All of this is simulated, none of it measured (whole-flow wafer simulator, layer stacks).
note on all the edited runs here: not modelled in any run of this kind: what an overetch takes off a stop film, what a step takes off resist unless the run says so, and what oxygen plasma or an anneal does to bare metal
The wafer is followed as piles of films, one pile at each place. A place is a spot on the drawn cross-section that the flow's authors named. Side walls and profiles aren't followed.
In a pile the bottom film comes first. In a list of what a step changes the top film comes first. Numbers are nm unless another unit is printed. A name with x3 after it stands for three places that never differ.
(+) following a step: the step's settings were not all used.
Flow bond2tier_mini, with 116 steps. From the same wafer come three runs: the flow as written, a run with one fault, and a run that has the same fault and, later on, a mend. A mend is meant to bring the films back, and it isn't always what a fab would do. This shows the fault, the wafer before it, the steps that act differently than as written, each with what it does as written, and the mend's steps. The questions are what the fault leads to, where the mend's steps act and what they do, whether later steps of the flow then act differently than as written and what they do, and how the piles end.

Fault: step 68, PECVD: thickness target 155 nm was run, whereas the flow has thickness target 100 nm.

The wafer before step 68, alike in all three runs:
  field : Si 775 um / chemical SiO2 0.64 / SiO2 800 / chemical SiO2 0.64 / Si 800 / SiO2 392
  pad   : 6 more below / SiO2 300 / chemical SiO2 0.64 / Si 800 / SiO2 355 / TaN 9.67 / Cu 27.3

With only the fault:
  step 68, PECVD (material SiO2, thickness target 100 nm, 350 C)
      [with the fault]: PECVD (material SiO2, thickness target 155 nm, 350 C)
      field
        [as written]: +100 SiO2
        [with the fault]: +155 SiO2
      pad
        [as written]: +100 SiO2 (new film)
        [with the fault]: +155 SiO2 (new film)
  Steps later in the flow that act otherwise than as written:
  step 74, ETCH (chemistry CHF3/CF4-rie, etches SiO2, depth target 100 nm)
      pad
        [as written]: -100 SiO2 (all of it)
        [with the fault]: -100 SiO2
  At field, pad, the piles at the end differ from the flow's by more than 2% or 0.5 nm, whichever is larger.
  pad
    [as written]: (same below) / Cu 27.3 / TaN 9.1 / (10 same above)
    [with the fault]: (same below) / Cu 27.3 / SiO2 55 / TaN 9.1 / (10 same above)
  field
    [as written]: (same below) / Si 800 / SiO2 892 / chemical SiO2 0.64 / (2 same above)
    [with the fault]: (same below) / Si 800 / SiO2 947 / chemical SiO2 0.64 / (2 same above)

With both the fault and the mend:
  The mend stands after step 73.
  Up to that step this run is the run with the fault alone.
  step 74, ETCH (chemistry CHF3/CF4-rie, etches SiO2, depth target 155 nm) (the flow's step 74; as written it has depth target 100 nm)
      field
        -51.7 KrF resist
      pad
        -155 SiO2 (all of it)
  Steps later in the flow that act otherwise than as written (1 other step is not shown; it differs only slightly, by no more than 2% or 0.5 nm, whichever is larger):
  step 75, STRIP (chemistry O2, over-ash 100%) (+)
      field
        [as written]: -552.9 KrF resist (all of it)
        [with the mend]: -534.6 KrF resist (all of it)
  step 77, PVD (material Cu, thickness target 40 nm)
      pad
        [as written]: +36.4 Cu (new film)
        [with the mend]: +34.6 Cu (new film)
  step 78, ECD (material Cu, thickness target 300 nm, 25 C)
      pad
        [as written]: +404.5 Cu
        [with the mend]: +461.8 Cu
  At field, pad, the piles at the end differ from the flow's by more than 2% or 0.5 nm, whichever is larger.
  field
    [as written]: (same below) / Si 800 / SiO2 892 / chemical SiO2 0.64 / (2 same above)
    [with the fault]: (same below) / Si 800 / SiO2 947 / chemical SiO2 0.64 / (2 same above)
    [with the mend]: (same below) / Si 800 / SiO2 947 / chemical SiO2 0.64 / (2 same above)
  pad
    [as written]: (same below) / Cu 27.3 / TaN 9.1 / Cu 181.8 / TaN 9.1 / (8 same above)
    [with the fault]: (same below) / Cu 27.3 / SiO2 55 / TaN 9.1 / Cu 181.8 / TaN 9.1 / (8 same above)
    [with the mend]: (same below) / Cu 27.3 / TaN 8.64 / Cu 237.3 / TaN 9.1 / (8 same above)
